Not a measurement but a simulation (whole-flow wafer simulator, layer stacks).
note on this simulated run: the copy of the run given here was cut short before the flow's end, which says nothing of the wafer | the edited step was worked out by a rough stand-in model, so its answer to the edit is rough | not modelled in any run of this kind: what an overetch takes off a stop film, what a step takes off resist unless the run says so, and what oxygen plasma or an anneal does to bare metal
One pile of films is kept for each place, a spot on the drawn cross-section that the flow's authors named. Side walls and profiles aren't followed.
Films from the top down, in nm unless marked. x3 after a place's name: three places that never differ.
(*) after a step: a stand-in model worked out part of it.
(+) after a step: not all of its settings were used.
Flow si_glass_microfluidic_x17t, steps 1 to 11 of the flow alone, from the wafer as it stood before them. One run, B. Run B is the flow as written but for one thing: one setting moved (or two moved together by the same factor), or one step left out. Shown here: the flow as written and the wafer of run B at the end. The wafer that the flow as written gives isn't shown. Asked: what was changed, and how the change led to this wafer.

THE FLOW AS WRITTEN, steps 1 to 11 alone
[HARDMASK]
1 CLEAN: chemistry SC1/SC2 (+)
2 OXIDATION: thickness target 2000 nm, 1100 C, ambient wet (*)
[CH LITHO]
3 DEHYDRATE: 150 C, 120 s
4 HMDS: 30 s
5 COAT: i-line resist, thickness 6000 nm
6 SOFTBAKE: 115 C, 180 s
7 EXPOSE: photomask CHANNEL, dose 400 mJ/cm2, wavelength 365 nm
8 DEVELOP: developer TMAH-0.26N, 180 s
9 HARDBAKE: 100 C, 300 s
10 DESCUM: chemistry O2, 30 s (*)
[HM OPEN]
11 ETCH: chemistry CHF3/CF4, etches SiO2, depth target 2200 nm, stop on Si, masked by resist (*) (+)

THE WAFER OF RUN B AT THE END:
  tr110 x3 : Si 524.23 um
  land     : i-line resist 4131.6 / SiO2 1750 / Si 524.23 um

The cause: step 2, OXIDATION: thickness target 1750 nm was run, where the flow has thickness target 2000 nm.
It can be read off the wafer: land has SiO2 1750, and step 2 as written asks for 2000 nm.

How the change led to this, step by step:
  2 OXIDATION: thickness target 2000 nm, 1100 C, ambient wet (*)
      land, tr110 x3: SiO2 +1750 (new film), chemical SiO2 -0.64 (all of it), Si -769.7 (as written it would be: SiO2 +2000 (new film), chemical SiO2 -0.64 (all of it), Si -879.7)
  11 ETCH: chemistry CHF3/CF4, etches SiO2, depth target 2200 nm, stop on Si, masked by resist (*) (+)
      tr110 x3: SiO2 -1750 (all of it) (as written it would be: SiO2 -2000 (all of it))
